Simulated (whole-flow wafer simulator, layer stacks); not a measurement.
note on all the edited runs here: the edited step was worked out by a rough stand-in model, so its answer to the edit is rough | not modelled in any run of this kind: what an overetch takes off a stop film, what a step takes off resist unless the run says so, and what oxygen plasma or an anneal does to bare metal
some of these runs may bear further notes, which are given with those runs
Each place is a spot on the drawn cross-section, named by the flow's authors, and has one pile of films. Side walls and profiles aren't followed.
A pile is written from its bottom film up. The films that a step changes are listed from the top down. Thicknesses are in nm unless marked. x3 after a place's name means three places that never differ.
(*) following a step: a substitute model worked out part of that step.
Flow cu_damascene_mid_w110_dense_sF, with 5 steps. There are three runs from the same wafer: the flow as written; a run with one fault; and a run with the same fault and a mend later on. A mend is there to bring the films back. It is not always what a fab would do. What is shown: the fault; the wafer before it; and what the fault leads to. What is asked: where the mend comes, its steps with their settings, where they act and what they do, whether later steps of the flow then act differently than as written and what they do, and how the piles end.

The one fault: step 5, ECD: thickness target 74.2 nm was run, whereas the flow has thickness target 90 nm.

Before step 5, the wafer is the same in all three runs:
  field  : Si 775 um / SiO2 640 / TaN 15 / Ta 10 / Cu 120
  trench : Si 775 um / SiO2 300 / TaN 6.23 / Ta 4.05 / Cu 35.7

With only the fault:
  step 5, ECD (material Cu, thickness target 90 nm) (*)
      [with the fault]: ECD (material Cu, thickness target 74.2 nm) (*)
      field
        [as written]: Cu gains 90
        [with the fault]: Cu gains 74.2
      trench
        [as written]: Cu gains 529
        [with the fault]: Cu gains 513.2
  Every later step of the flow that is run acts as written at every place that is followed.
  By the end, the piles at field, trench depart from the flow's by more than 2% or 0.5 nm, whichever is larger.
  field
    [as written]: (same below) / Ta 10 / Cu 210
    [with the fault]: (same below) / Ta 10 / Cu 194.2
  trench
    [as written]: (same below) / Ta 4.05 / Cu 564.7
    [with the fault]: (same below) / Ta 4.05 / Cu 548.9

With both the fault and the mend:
  After step 5 comes the mend.
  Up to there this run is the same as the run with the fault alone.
  step 5a, ECD (material Cu, thickness target 15.8 nm) (the flow's step 5 again, with other settings)
      field, trench
        Cu gains 15.8
  Every later step of the flow that is run acts as written at every place that is followed.
  By the end, the piles equal the flow's at every place that both follow.
